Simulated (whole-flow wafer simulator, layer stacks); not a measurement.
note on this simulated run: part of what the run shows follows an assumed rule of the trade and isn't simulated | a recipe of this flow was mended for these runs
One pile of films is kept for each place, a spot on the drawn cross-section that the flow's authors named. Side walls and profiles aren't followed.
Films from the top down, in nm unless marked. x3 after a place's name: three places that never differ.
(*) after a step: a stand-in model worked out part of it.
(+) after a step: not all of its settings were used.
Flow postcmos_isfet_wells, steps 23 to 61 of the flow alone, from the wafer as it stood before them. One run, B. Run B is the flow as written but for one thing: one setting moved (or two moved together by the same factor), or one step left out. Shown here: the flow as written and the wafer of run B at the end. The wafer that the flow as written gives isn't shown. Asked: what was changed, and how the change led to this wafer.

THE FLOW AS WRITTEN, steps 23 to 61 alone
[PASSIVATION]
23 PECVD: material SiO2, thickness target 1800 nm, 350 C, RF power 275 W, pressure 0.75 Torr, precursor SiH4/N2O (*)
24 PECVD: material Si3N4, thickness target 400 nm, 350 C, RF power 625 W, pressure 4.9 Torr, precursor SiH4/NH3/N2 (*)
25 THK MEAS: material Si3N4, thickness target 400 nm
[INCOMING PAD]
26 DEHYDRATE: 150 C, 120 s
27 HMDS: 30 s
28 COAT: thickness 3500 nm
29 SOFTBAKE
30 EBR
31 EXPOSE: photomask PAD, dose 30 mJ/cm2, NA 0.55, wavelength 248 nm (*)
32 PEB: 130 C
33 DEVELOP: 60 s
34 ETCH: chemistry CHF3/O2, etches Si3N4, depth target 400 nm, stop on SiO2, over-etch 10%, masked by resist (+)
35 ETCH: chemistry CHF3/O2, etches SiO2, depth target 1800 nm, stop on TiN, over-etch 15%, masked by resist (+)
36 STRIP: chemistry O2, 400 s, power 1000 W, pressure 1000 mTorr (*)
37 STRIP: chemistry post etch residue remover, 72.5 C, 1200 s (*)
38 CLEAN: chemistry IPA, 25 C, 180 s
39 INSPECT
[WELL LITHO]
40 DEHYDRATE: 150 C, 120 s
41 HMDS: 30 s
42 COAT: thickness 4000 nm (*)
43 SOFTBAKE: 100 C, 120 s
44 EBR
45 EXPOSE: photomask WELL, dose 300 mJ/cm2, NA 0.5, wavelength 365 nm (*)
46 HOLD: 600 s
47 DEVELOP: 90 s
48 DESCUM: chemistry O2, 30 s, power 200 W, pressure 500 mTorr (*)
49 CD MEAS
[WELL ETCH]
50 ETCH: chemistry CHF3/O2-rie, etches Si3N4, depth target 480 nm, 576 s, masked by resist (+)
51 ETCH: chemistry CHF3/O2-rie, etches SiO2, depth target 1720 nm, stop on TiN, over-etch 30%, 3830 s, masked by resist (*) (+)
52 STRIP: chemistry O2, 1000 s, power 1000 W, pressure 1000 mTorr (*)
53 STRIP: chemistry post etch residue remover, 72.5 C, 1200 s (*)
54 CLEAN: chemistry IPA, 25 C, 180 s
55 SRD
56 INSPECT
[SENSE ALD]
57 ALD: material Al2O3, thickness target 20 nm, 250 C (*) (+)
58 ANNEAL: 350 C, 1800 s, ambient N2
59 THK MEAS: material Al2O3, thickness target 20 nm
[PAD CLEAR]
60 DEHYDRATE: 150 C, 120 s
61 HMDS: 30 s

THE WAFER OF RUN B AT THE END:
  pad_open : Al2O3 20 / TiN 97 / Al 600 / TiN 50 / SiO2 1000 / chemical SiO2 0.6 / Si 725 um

The cause: step 35, ETCH: depth target 1566 nm was run, where the flow has depth target 1800 nm.

How the change led to this, step by step:
  35 ETCH: chemistry CHF3/O2, etches SiO2, depth target 1800 nm, stop on TiN, over-etch 15%, masked by resist (+)
      field, margin x2, well900 x4, pad_clr: thick-KrF-resist -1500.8 (as written it would be: thick-KrF-resist -1705.8)
      pad_open: SiO2 -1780 (all of it), TiN -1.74 (as written it would be: SiO2 -1780 (all of it), TiN -24.2)
  36 STRIP: chemistry O2, 400 s, power 1000 W, pressure 1000 mTorr (*)
      field, margin x2, well900 x4, pad_clr: thick-KrF-resist -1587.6 (all of it) (as written it would be: thick-KrF-resist -1382.5 (all of it))
